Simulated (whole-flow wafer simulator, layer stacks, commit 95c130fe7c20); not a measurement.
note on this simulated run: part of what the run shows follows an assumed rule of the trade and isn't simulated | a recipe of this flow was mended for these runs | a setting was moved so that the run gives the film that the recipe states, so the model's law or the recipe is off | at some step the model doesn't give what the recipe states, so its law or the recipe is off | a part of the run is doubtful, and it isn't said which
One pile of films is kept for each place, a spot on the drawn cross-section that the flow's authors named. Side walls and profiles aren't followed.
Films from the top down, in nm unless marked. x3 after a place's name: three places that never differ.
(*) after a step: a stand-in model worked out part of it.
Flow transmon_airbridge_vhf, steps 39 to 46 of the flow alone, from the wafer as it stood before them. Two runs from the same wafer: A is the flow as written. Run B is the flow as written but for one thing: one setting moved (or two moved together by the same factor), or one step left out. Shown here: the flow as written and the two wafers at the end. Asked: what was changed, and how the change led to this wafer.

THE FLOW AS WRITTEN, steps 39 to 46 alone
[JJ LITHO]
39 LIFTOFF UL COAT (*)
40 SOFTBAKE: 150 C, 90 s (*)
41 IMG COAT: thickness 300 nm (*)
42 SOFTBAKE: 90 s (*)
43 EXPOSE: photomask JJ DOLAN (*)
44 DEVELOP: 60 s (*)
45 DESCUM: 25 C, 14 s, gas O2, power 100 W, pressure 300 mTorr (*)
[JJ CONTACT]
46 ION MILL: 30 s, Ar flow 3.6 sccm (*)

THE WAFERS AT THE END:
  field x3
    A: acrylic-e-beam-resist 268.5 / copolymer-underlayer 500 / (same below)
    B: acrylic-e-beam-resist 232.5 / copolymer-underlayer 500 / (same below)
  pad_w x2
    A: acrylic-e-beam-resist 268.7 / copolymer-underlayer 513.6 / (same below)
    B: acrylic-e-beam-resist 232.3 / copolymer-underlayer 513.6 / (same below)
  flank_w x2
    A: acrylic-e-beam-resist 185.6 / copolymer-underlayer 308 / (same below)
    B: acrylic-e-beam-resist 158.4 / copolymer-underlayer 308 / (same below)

The cause: step 41, IMG COAT: thickness 264 nm was run, where the flow has thickness 300 nm.

How the change led to this, step by step:
  41 IMG COAT: thickness 300 nm (*)
      field x3, jj_line, ground_far x3: A acrylic-e-beam-resist +300 (new film) | B acrylic-e-beam-resist +264 (new film)
      pad_w x2: A acrylic-e-beam-resist +300.2 (new film) | B acrylic-e-beam-resist +263.8 (new film)
      (and at 8 more places)
  44 DEVELOP: 60 s (*)
      jj_line: A acrylic-e-beam-resist -300 (all of it), copolymer-underlayer -500 (all of it) | B acrylic-e-beam-resist -264 (all of it), copolymer-underlayer -500 (all of it)
